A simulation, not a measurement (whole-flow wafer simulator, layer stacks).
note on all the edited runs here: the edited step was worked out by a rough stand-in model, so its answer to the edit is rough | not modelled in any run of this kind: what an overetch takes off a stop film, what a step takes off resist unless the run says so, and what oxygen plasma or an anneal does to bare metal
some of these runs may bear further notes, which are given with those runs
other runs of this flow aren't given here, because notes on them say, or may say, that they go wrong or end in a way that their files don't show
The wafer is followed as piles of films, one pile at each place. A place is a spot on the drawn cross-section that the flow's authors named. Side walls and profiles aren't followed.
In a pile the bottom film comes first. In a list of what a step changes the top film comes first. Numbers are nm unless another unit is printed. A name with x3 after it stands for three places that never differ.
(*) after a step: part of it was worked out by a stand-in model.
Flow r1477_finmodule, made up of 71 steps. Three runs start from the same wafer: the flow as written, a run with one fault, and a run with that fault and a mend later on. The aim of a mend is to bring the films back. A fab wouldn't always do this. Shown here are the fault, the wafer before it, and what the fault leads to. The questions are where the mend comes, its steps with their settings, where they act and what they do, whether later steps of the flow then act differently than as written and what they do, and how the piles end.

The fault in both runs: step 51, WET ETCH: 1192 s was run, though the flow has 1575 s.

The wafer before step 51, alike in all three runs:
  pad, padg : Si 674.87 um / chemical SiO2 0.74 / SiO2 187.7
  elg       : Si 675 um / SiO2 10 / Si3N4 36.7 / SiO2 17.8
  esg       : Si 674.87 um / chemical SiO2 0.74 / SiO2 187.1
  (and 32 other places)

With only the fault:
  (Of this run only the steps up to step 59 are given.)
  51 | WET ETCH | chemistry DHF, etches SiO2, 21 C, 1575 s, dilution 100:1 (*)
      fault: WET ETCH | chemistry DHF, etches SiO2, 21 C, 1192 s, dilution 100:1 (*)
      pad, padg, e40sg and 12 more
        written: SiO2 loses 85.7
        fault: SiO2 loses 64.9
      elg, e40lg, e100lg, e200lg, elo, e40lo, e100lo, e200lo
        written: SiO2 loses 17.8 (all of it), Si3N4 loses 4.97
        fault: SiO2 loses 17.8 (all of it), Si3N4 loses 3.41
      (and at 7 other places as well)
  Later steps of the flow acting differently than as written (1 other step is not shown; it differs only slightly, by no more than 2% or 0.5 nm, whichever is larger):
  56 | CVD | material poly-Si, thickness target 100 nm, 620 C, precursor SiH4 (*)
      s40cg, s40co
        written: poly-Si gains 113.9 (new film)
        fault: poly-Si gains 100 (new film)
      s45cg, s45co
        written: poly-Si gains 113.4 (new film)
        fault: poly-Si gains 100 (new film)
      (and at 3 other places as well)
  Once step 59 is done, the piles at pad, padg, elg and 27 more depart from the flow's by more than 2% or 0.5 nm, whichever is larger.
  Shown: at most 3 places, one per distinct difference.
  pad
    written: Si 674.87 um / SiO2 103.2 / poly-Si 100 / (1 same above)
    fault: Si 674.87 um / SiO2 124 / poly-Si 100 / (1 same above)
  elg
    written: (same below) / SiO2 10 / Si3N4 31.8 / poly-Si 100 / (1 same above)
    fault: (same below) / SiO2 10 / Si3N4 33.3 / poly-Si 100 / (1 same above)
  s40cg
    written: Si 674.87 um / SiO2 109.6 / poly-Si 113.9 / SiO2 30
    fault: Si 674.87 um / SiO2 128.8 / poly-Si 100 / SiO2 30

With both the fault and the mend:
  The mend stands after step 51.
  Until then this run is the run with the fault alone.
  51a | WET ETCH | chemistry DHF, etches SiO2, 21 C, 382.7 s, dilution 100:1 (*) (the flow's step 51, run once more with other settings)
      pad, padg, e40sg and 12 more
        SiO2 loses 20.8
      elg, e40lg, e100lg, e200lg, elo, e40lo, e100lo, e200lo
        Si3N4 loses 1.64
      esg, s40cg, s45cg, s50cg, s40co, s45co, s50co
        SiO2 loses 19.2
  None of the later steps of the flow differs from how it acts as written, at any place that is followed, by more than 2% or 0.5 nm, whichever is larger.
  When the end is reached, the piles differ only a little from the flow's at the places that both follow, at most by 2% or 0.5 nm, whichever is larger.
